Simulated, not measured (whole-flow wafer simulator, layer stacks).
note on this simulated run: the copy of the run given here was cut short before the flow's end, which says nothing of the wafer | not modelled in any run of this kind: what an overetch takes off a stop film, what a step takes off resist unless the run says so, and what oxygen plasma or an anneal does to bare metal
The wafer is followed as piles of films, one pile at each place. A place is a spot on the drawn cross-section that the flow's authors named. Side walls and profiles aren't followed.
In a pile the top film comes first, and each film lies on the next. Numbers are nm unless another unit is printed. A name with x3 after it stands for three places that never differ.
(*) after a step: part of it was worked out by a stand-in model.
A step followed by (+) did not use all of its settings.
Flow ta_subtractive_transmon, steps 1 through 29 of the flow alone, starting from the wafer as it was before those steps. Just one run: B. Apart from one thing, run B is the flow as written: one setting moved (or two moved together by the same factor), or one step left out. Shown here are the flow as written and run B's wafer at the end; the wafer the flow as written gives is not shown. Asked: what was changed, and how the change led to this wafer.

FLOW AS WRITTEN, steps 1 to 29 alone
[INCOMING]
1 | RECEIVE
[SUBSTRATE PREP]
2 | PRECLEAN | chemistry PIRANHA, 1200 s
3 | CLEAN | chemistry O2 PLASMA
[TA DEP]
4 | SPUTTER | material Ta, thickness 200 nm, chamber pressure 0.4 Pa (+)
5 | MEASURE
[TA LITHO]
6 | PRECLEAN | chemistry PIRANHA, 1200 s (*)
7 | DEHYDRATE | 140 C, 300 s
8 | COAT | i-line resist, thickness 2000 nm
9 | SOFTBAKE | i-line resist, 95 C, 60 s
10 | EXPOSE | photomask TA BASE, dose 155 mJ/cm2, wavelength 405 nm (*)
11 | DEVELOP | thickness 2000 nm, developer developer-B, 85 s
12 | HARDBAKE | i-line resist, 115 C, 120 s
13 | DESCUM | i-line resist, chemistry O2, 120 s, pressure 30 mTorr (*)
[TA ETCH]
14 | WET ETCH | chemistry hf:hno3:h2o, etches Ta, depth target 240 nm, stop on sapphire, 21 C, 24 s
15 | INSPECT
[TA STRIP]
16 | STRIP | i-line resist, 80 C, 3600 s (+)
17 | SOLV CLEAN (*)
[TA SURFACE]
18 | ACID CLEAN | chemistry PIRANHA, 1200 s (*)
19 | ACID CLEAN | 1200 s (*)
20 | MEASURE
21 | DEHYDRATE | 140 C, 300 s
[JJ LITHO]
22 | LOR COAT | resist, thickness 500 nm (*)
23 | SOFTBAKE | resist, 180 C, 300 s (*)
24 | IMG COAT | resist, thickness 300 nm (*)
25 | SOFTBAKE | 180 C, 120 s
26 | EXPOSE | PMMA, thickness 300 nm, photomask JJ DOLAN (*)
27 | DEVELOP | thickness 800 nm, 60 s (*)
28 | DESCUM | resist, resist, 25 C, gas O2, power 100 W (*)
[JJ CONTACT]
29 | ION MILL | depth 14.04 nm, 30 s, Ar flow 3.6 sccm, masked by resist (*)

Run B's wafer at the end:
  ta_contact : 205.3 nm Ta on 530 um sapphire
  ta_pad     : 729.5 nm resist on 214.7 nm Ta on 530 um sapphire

The reason: step 4, SPUTTER: thickness 215 nm was run, whereas the flow has thickness 200 nm.

The path from the change to this, step by step:
  4 | SPUTTER | material Ta, thickness 200 nm, chamber pressure 0.4 Pa (+)
      field x2, jj_line, lead, ta_contact, ta_pad: Ta gains 215 (new film) (in the flow as written it would be: Ta gains 200 (new film))
  14 | WET ETCH | chemistry hf:hno3:h2o, etches Ta, depth target 240 nm, stop on sapphire, 21 C, 24 s
      field x2, jj_line, lead: Ta loses 215 (all of it) (in the flow as written it would be: Ta loses 200 (all of it))
